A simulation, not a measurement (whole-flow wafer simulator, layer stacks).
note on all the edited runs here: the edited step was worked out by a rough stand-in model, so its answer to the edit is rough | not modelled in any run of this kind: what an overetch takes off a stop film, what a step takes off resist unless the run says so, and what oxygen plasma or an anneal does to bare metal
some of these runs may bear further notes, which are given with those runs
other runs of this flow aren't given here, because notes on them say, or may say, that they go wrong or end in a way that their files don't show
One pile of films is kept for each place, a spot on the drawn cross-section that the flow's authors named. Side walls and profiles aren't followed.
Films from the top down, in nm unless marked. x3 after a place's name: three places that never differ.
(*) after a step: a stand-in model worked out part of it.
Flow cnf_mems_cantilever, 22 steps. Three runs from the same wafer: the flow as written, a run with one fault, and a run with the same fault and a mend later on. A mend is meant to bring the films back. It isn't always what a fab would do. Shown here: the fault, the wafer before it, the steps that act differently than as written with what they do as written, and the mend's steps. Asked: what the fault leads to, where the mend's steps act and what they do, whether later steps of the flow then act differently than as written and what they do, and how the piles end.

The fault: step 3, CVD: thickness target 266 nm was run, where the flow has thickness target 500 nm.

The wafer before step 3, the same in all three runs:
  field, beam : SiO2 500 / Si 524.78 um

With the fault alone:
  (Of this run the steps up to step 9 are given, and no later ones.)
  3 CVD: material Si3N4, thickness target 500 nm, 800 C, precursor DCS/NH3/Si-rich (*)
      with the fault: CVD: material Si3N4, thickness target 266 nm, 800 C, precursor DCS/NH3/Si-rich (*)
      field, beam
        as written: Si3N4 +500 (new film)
        with the fault: Si3N4 +266 (new film)
  No later step of the flow up to step 9 acts differently than as written at any place that is followed.
  After step 9 the piles differ from the flow's by more than 2% or 0.5 nm, whichever is larger, at field, beam.
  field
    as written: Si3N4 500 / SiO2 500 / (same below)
    with the fault: Si3N4 266 / SiO2 500 / (same below)
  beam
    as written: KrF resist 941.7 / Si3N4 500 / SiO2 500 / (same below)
    with the fault: KrF resist 941.7 / Si3N4 266 / SiO2 500 / (same below)

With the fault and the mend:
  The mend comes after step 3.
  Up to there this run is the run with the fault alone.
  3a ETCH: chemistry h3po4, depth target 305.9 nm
      field, beam
        Si3N4 -266 (all of it)
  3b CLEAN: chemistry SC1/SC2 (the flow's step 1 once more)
      changes no film at any place that is followed
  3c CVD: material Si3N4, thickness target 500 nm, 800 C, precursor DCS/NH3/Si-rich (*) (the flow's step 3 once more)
      field, beam
        Si3N4 +500 (new film)
  No later step of the flow acts differently than as written at any place that is followed.
  At the end the piles are the same as the flow's at every place that both follow.
